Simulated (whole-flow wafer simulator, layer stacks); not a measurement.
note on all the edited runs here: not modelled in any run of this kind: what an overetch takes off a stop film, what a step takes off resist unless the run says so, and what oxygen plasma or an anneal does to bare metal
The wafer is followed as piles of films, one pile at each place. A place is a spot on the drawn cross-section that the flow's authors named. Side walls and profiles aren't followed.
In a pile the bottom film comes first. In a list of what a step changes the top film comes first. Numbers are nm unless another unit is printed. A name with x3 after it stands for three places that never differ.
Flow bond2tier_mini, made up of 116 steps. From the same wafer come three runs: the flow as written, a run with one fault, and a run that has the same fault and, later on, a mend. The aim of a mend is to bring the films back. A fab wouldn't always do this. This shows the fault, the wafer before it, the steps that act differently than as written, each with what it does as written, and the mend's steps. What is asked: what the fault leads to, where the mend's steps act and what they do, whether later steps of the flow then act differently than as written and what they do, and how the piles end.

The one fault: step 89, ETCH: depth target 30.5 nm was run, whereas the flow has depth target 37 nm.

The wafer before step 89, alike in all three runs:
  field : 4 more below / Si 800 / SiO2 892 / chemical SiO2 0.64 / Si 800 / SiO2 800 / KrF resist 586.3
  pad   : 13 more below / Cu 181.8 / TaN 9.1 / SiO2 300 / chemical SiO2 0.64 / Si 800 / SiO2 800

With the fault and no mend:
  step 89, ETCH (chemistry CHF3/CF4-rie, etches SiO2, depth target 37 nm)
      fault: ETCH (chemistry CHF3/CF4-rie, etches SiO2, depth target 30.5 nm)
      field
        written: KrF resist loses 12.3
        fault: KrF resist loses 10.2
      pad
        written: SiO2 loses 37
        fault: SiO2 loses 30.5
  None of the later steps of the flow differs from how it acts as written, at any place that is followed, by more than 2% or 0.5 nm, whichever is larger.
  At pad, the piles at the end differ from the flow's by more than 2% or 0.5 nm, whichever is larger.
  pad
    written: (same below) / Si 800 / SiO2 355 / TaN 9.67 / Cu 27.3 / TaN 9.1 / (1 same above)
    fault: (same below) / Si 800 / SiO2 361.5 / TaN 9.73 / Cu 20.8 / TaN 9.1 / (1 same above)

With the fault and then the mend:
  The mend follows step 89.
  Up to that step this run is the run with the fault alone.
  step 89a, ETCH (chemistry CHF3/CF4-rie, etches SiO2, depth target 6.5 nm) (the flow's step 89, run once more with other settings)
      field
        KrF resist loses 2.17
      pad
        SiO2 loses 6.5
  None of the later steps of the flow acts differently than as written at any place that is followed.
  At every place that both follow, the piles at the end match the flow's.
